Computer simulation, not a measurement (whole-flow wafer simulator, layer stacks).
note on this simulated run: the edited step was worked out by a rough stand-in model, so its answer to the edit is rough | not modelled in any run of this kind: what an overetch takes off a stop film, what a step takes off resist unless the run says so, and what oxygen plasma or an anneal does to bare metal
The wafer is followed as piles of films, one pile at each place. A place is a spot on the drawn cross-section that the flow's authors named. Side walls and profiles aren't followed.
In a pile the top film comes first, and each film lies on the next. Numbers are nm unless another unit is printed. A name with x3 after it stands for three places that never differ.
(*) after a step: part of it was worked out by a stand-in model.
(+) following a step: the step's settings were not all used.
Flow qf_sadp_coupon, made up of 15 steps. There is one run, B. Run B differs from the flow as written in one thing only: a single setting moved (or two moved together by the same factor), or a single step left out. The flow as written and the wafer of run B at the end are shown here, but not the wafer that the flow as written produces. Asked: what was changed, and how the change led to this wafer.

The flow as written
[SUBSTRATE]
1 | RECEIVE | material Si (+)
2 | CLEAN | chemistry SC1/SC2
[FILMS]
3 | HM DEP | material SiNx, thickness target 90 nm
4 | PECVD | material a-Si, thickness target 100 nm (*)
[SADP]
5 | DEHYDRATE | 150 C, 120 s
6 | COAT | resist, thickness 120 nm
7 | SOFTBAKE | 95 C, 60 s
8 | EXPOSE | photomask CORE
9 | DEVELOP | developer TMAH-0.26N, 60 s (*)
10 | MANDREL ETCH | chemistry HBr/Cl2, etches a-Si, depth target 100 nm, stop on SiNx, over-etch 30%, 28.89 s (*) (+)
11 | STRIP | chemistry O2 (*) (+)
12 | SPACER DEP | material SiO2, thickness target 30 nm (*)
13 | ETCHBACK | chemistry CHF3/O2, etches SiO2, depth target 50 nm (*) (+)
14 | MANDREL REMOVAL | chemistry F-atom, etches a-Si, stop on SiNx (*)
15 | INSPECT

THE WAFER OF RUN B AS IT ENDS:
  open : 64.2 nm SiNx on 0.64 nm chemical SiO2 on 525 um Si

The reason: step 10, MANDREL ETCH: over-etch 47.6% was run, while the flow as written has over-etch 30%.

How this came from the change, step by step:
  10 | MANDREL ETCH | chemistry HBr/Cl2, etches a-Si, depth target 100 nm, stop on SiNx, over-etch 30%, 28.89 s (*) (+)
      m: resist loses 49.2 (it would be, as written: resist loses 43.3)
      open: a-Si loses 100 (all of it), SiNx loses 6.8 (it would be, as written: a-Si loses 100 (all of it), SiNx loses 4.29)
  11 | STRIP | chemistry O2 (*) (+)
      m: chemical SiO2 gains 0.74 (new film), resist loses 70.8 (all of it), a-Si loses 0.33 (it would be, as written: chemical SiO2 gains 0.74 (new film), resist loses 76.7 (all of it), a-Si loses 0.32)
